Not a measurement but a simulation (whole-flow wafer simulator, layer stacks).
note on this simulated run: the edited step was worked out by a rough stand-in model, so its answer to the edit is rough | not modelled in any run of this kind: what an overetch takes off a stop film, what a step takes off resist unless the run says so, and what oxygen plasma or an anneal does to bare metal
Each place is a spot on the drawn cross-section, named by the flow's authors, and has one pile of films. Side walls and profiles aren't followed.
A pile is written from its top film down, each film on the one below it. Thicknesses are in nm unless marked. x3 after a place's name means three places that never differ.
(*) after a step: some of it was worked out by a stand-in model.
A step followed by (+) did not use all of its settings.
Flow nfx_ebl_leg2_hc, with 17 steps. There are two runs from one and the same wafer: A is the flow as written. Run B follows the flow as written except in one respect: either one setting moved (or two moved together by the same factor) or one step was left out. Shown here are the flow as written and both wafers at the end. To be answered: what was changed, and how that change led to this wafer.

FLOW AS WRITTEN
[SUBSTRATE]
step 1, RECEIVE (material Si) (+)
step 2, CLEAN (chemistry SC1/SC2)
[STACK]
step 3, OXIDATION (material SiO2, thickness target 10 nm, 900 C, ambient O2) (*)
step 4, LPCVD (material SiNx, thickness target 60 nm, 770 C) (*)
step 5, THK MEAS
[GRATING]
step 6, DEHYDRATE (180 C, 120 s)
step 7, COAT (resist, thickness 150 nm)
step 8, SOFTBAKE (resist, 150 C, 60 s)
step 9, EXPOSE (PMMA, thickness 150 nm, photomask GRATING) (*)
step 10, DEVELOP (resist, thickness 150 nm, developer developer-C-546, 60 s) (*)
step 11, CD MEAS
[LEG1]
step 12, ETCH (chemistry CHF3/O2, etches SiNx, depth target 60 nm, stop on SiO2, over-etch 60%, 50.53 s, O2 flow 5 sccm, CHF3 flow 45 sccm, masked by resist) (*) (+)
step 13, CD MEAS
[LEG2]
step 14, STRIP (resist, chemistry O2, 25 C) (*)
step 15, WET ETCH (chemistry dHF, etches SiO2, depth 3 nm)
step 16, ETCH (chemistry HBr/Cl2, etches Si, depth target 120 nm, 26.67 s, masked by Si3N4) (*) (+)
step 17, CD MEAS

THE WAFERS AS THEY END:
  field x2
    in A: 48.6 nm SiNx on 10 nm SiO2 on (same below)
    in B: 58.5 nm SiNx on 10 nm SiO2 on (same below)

The reason: step 4, LPCVD: thickness target 69.9 nm was run, whereas the flow has thickness target 60 nm.

How this came from the change, step by step:
  step 4, LPCVD (material SiNx, thickness target 60 nm, 770 C) (*)
      field x2, pad x2: A SiNx gains 60 (new film) | B SiNx gains 69.9 (new film)
  step 12, ETCH (chemistry CHF3/O2, etches SiNx, depth target 60 nm, stop on SiO2, over-etch 60%, 50.53 s, O2 flow 5 sccm, CHF3 flow 45 sccm, masked by resist) (*) (+)
      pad x2: A SiNx loses 60 (all of it), SiO2 loses 10 (all of it) | B SiNx loses 69.9 (all of it), SiO2 loses 10 (all of it)
